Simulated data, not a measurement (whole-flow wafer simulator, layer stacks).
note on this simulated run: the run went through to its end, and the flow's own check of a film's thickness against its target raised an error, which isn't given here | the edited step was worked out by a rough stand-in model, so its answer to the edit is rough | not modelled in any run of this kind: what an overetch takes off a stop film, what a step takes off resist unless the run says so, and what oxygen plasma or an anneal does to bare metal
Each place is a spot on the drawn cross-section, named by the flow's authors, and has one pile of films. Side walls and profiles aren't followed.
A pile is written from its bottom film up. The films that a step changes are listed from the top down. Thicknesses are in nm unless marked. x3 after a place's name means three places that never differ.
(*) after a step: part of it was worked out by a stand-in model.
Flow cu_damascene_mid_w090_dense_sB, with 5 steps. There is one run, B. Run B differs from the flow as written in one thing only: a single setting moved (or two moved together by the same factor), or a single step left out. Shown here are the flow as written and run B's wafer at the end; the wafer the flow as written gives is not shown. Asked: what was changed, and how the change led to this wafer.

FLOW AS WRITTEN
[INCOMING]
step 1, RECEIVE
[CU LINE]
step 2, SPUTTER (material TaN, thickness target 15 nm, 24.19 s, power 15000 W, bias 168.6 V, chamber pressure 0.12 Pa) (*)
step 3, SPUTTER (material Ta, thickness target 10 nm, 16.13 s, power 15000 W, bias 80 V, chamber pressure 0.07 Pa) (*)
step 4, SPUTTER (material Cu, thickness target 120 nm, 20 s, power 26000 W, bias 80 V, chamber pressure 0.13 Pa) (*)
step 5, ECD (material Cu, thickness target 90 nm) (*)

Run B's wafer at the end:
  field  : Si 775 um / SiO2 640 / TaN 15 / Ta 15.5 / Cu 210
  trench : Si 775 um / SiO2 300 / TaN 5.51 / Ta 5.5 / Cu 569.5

Cause: step 3, SPUTTER: thickness target 15.5 nm was run, while the flow as written has thickness target 10 nm; step 3, SPUTTER: 25 s was run, where the flow has 16.13 s.
The wafer itself shows it: field has Ta 15.5, and step 3 as written asks for 10 nm.

How this came from the change, step by step:
  step 3, SPUTTER (material Ta, thickness target 10 nm, 16.13 s, power 15000 W, bias 80 V, chamber pressure 0.07 Pa) (*)
      field: +15.5 Ta (new film) (as written it would have been: +10 Ta (new film))
      trench: +5.5 Ta (new film) (as written it would have been: +3.55 Ta (new film))
  step 4, SPUTTER (material Cu, thickness target 120 nm, 20 s, power 26000 W, bias 80 V, chamber pressure 0.13 Pa) (*)
      trench: +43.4 Cu (new film) (as written it would have been: +44.3 Cu (new film))
